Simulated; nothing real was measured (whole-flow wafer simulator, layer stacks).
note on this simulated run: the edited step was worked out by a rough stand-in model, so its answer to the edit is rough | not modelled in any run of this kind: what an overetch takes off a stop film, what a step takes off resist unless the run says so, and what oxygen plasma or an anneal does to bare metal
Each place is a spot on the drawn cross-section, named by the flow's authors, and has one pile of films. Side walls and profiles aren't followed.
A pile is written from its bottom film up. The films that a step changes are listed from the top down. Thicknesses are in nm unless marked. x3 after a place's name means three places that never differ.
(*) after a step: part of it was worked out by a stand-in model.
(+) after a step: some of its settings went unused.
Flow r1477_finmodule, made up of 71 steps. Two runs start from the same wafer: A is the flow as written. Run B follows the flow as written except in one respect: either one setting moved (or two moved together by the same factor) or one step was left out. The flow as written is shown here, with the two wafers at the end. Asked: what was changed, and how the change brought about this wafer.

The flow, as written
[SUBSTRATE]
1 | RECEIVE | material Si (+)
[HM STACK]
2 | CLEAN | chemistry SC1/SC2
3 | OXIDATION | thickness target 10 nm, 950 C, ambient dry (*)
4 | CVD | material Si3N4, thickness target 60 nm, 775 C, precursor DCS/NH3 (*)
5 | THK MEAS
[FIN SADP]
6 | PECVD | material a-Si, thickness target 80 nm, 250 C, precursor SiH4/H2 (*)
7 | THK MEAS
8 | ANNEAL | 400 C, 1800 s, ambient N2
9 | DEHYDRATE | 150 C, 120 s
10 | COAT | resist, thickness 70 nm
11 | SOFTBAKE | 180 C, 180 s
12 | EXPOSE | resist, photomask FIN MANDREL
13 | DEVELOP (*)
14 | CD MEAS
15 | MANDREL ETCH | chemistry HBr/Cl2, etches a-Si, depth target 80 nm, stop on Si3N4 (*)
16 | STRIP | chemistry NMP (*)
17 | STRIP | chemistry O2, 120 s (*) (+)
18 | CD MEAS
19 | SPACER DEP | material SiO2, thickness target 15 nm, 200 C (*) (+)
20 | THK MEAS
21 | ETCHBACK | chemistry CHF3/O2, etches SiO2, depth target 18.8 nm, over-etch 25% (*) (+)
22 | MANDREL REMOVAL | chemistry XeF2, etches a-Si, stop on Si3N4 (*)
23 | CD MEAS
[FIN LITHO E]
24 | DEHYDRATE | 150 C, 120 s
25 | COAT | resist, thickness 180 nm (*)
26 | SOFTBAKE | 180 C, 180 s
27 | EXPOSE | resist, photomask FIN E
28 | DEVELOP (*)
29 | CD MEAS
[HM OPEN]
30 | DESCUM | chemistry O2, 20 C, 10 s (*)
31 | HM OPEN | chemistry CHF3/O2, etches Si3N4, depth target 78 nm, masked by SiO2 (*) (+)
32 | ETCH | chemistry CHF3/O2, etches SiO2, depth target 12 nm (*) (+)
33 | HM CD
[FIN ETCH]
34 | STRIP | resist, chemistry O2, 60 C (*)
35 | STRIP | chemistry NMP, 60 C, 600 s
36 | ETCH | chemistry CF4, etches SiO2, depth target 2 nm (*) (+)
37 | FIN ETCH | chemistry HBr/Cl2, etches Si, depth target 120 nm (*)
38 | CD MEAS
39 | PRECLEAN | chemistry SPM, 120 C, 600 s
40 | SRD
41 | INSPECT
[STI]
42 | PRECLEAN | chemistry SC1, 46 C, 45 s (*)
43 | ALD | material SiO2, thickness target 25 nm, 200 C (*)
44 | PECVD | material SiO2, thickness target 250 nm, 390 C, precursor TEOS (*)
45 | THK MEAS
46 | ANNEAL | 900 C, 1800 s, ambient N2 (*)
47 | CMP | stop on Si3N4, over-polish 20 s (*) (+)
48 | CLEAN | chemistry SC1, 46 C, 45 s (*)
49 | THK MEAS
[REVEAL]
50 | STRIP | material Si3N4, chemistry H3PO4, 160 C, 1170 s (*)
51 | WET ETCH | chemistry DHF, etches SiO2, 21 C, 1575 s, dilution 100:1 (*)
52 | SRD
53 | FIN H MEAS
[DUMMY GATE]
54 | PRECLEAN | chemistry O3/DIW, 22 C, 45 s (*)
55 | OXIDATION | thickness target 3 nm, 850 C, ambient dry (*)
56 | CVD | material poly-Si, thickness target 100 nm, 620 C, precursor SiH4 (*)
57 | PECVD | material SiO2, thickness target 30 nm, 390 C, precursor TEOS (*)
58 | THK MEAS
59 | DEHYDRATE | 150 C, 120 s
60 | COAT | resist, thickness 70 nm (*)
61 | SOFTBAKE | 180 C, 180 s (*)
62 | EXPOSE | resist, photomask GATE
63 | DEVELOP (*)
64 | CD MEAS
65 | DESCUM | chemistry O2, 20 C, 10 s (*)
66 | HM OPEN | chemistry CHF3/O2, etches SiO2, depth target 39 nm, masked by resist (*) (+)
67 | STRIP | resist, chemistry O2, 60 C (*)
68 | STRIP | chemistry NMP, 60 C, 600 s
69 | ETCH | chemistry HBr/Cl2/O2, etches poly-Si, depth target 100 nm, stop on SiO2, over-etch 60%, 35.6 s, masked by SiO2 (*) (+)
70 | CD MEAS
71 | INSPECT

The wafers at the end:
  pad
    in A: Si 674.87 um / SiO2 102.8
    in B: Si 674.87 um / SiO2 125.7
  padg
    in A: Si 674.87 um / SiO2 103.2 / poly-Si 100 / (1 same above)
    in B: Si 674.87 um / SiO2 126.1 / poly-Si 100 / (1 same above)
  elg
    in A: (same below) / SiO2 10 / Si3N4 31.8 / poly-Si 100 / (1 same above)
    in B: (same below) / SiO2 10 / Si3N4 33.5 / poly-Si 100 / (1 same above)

The reason: step 51, WET ETCH: 1154 s was run, though the flow has 1575 s.

Step by step, how the change led to this:
  51 | WET ETCH | chemistry DHF, etches SiO2, 21 C, 1575 s, dilution 100:1 (*)
      pad, padg, e40sg and 12 more: A -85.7 SiO2 | B -62.8 SiO2
      elg, e40lg, e100lg, e200lg, elo, e40lo, e100lo, e200lo: A -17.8 SiO2 (all of it), -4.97 Si3N4 | B -17.8 SiO2 (all of it), -3.25 Si3N4
      (as well as at 7 more places)
  56 | CVD | material poly-Si, thickness target 100 nm, 620 C, precursor SiH4 (*)
      s40cg, s40co: A +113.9 poly-Si (new film) | B +100 poly-Si (new film)
      s45cg, s45co: A +113.4 poly-Si (new film) | B +100 poly-Si (new film)
      (as well as at 3 more places)
  60 | COAT | resist, thickness 70 nm (*)
      e40sg, eso, e40so: A +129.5 resist (new film) | B +109.4 resist (new film)
      e100sg, e100so: A +129.4 resist (new film) | B +109.3 resist (new film)
      (as well as at 20 more places)
  63 | DEVELOP (*)
      eso, e40so: A -129.5 resist (all of it) | B -109.4 resist (all of it)
      e100so: A -129.4 resist (all of it) | B -109.3 resist (all of it)
      (as well as at 10 more places)
  67 | STRIP | resist, chemistry O2, 60 C (*)
      e40lg, e100lg, e200lg: A -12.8 resist (all of it) | B -13.8 resist (all of it)
      e40sg: A -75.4 resist (all of it) | B -55.3 resist (all of it)
      (as well as at 11 more places)
  69 | ETCH | chemistry HBr/Cl2/O2, etches poly-Si, depth target 100 nm, stop on SiO2, over-etch 60%, 35.6 s, masked by SiO2 (*) (+)
      s40co: A -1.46 chemical SiO2 (all of it), -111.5 poly-Si (all of it), -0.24 SiO2 | B -1.35 chemical SiO2 (all of it), -97.6 poly-Si (all of it), -0.42 SiO2
      s45co: A -1.46 chemical SiO2 (all of it), -110.9 poly-Si (all of it), -0.25 SiO2 | B -1.35 chemical SiO2 (all of it), -97.6 poly-Si (all of it), -0.42 SiO2
      (as well as at 1 more place)
